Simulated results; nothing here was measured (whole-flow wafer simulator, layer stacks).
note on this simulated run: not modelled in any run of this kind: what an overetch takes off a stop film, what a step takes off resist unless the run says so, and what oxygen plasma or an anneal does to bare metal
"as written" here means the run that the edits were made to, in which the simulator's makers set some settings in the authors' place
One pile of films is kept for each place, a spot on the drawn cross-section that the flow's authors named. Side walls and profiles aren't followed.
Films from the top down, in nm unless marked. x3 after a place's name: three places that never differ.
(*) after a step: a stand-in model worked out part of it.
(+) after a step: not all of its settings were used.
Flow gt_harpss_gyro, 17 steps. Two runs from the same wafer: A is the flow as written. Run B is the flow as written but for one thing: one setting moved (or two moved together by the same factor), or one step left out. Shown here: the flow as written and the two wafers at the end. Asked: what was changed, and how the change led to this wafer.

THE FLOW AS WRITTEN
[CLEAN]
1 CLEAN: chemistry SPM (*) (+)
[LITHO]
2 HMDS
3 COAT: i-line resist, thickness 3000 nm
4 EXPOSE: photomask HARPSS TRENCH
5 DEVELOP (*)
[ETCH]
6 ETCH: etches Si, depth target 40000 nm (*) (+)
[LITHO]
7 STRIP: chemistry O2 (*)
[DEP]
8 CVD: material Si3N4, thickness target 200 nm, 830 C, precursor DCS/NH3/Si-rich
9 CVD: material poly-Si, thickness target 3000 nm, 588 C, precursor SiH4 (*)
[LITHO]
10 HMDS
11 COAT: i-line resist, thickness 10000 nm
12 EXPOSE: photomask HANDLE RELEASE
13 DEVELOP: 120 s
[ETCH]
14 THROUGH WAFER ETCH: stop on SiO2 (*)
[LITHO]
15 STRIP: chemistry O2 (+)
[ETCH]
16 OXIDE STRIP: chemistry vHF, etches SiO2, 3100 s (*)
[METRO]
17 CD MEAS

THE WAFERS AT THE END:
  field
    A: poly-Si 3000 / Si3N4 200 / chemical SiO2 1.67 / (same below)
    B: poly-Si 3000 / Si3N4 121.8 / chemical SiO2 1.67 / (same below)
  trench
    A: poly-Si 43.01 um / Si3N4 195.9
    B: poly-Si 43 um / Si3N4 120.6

The cause: step 8, CVD: 783 C was run, where the flow has 830 C.

How the change led to this, step by step:
  8 CVD: material Si3N4, thickness target 200 nm, 830 C, precursor DCS/NH3/Si-rich
      field: A Si3N4 +200 (new film) | B Si3N4 +121.8 (new film)
      trench: A Si3N4 +195.9 (new film) | B Si3N4 +120.6 (new film)
  9 CVD: material poly-Si, thickness target 3000 nm, 588 C, precursor SiH4 (*)
      trench: A poly-Si +43.01 um (new film) | B poly-Si +43 um (new film)
